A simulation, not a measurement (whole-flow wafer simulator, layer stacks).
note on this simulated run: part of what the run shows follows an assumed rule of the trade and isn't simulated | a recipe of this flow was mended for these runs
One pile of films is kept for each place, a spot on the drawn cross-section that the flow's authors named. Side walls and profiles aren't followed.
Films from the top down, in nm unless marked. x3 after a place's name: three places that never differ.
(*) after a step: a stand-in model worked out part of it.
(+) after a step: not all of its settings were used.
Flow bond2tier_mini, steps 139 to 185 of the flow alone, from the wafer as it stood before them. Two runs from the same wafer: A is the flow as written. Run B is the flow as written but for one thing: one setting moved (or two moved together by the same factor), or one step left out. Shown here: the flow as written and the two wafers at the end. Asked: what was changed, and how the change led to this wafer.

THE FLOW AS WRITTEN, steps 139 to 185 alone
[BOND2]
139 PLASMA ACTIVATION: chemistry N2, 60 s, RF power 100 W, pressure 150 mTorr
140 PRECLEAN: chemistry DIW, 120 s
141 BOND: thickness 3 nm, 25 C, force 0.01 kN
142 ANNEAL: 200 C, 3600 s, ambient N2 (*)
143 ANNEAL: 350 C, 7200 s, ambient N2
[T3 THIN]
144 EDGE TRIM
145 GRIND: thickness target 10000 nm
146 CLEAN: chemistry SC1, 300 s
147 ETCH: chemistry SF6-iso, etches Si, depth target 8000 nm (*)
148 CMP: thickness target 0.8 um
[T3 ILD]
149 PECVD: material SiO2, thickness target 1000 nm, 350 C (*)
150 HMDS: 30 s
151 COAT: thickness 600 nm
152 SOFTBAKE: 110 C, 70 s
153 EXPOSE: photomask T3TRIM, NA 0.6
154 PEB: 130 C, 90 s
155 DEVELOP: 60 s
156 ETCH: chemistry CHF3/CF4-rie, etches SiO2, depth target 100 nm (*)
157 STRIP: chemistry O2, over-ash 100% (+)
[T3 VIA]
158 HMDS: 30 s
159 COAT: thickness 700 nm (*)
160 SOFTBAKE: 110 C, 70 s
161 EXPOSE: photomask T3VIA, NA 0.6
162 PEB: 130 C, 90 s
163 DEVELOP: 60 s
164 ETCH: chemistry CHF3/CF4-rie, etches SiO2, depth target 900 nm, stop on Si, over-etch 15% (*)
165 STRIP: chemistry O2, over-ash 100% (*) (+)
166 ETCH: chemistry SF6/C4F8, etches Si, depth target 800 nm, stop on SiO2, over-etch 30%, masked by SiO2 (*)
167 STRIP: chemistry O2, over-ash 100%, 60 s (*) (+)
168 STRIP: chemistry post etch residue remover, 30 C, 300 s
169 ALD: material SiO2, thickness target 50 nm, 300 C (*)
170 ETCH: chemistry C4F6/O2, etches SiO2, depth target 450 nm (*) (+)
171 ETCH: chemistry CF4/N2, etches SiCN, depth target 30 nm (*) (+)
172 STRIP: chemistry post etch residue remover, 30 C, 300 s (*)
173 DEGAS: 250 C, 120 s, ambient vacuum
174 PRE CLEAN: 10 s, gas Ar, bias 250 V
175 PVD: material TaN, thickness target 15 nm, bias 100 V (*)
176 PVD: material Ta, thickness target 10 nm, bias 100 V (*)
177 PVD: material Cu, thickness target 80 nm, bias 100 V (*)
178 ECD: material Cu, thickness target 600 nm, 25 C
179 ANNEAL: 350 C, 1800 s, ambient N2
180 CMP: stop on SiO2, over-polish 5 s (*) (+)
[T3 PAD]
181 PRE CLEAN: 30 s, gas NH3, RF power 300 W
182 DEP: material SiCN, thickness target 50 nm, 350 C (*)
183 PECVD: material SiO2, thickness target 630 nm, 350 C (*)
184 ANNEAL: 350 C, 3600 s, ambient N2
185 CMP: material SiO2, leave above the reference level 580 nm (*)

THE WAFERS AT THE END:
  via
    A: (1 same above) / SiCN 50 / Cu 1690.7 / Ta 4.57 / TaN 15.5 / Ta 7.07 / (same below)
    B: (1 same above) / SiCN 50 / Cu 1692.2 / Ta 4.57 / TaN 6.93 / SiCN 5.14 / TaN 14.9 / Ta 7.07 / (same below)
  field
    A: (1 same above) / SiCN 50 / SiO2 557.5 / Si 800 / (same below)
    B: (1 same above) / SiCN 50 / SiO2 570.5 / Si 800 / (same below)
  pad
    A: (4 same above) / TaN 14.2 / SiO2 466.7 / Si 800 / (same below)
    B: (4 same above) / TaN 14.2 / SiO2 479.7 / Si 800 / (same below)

The cause: step 171, ETCH: depth target 10.6 nm was run, where the flow has depth target 30 nm.

How the change led to this, step by step:
  171 ETCH: chemistry CF4/N2, etches SiCN, depth target 30 nm (*) (+)
      via: A SiCN -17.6 (all of it), TaN -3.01 | B SiCN -10.6
      field, pad: A SiO2 -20 | B SiO2 -7.07
  174 PRE CLEAN: 10 s, gas Ar, bias 250 V
      via: A TaN -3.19 | B SiCN -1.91
  175 PVD: material TaN, thickness target 15 nm, bias 100 V (*)
      via: A TaN +6.94 | B TaN +6.93 (new film)
Counting metal films that touch as one body, via has 2 bodies (between them, from the top down: SiCN 5.14); the flow as written gives 1 body.
